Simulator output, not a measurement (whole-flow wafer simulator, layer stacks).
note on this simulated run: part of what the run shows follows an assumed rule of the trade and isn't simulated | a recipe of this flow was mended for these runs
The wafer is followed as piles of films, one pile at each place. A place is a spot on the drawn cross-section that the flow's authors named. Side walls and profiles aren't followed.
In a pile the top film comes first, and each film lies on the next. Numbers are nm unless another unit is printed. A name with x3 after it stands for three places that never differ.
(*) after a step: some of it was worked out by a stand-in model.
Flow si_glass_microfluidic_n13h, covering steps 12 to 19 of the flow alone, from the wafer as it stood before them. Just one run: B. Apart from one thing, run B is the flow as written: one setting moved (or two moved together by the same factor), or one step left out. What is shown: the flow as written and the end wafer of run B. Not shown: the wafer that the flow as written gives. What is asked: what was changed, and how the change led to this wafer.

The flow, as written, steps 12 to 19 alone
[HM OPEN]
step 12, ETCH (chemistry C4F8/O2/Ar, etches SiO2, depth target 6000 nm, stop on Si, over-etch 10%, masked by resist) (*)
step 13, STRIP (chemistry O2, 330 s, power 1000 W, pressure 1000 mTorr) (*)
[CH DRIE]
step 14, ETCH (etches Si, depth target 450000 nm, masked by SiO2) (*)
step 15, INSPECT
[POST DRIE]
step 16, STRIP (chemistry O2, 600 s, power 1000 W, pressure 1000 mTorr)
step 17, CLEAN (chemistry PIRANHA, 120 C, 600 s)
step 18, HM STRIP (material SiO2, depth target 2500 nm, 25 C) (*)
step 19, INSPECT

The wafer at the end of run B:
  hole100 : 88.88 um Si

The reason: step 12, ETCH: depth target 5700 nm was run, while the flow as written has depth target 6000 nm.

Step by step, how the change led to this:
  step 12, ETCH (chemistry C4F8/O2/Ar, etches SiO2, depth target 6000 nm, stop on Si, over-etch 10%, masked by resist) (*)
      land: -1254 thick-i-line-resist (as written it would have been: -1320 thick-i-line-resist)
      hole100: -6000 SiO2 (all of it), -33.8 Si (as written it would have been: -6000 SiO2 (all of it), -75 Si)
